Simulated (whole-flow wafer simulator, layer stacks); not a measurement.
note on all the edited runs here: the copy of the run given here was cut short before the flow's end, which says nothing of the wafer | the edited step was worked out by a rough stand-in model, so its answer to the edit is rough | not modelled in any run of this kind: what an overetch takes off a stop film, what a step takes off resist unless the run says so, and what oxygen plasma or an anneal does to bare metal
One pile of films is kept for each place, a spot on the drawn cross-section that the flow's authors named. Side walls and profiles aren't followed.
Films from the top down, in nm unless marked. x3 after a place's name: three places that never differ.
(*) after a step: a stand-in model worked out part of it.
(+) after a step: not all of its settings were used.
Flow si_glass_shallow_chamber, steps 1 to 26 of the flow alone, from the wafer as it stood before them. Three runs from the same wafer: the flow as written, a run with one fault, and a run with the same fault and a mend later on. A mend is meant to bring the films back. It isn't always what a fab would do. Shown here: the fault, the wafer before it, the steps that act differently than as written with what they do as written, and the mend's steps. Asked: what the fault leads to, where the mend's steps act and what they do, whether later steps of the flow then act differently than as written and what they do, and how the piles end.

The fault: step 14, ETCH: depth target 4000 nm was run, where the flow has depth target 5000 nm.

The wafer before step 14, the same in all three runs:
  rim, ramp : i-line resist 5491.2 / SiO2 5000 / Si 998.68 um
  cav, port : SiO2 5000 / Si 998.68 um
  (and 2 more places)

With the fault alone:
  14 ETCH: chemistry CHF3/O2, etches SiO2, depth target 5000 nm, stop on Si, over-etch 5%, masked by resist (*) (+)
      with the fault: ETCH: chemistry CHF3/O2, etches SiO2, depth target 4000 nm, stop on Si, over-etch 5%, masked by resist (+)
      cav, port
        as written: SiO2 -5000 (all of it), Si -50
        with the fault: SiO2 -4200
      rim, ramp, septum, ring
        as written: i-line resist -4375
        with the fault: i-line resist -3500
  Later steps of the flow that act differently than as written (1 more step differs only slightly, by at most 2% or 0.5 nm, whichever is larger, and isn't shown):
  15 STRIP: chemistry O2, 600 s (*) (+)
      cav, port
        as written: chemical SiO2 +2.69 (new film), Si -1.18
        with the fault: nothing
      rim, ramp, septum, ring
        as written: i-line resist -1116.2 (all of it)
        with the fault: i-line resist -1991.2 (all of it)
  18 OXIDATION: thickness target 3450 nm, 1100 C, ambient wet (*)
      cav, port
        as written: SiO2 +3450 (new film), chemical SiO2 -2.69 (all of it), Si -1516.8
        with the fault: SiO2 +2759.3, Si -1214.1
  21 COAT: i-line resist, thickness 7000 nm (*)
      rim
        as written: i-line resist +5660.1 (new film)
        with the fault: i-line resist +5820.1 (new film)
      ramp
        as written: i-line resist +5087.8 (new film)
        with the fault: i-line resist +5309.6 (new film)
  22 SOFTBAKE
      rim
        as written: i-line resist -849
        with the fault: i-line resist -764.7
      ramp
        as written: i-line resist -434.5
        with the fault: i-line resist -378.2
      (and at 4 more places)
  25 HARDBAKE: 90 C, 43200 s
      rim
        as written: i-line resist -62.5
        with the fault: i-line resist -71.2
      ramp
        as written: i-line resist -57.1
        with the fault: i-line resist -66.7
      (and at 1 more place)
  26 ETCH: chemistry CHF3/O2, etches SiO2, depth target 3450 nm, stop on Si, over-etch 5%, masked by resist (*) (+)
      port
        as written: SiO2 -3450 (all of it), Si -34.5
        with the fault: SiO2 -3559.3 (all of it), Si -12.6
  At the end the piles differ from the flow's by more than 2% or 0.5 nm, whichever is larger, at rim, ramp, cav.
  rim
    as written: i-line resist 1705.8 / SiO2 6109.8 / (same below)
    with the fault: i-line resist 1941.3 / SiO2 6109.8 / (same below)
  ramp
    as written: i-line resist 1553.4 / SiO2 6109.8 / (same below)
    with the fault: i-line resist 1821.8 / SiO2 6109.8 / (same below)
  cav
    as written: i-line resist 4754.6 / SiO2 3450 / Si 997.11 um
    with the fault: i-line resist 4646.2 / SiO2 3559.3 / Si 997.47 um

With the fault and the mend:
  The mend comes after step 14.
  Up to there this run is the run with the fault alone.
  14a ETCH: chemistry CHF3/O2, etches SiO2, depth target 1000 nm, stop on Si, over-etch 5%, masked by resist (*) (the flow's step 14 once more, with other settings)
      rim, ramp, septum, ring
        i-line resist -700
      cav, port
        SiO2 -800 (all of it), Si -50
  Later steps of the flow that act differently than as written:
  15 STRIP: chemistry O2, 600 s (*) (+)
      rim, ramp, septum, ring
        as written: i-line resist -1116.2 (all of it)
        with the mend: i-line resist -1291.2 (all of it)
  At the end the piles are the same as the flow's at every place that both follow.
